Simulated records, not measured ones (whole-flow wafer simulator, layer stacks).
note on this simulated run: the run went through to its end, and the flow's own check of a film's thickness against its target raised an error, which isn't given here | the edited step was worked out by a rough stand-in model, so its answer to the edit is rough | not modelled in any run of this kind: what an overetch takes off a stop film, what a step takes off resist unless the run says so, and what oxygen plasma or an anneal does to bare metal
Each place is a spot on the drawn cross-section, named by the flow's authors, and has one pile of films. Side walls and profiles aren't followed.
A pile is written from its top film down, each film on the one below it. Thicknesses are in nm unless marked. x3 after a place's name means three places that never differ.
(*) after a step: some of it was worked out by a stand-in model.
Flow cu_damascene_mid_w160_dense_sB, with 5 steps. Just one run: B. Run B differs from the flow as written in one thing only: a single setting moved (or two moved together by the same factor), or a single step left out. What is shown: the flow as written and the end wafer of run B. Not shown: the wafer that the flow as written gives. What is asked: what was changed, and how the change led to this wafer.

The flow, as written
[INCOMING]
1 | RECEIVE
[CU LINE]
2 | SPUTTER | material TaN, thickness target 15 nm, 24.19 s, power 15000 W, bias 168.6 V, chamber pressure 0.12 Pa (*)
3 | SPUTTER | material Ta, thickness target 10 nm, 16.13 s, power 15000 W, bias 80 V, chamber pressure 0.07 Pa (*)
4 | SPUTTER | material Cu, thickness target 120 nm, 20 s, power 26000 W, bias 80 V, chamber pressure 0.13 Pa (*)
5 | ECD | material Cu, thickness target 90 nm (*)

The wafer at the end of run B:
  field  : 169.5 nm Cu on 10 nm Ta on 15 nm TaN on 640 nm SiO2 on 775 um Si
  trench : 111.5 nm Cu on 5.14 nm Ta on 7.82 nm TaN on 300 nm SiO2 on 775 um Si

The reason: step 5, ECD: thickness target 49.5 nm was run, though the flow has thickness target 90 nm.

How this came from the change, step by step:
  5 | ECD | material Cu, thickness target 90 nm (*)
      field: +49.5 Cu (as written it would have been: +90 Cu)
      trench: +49.5 Cu (as written it would have been: +500 Cu)
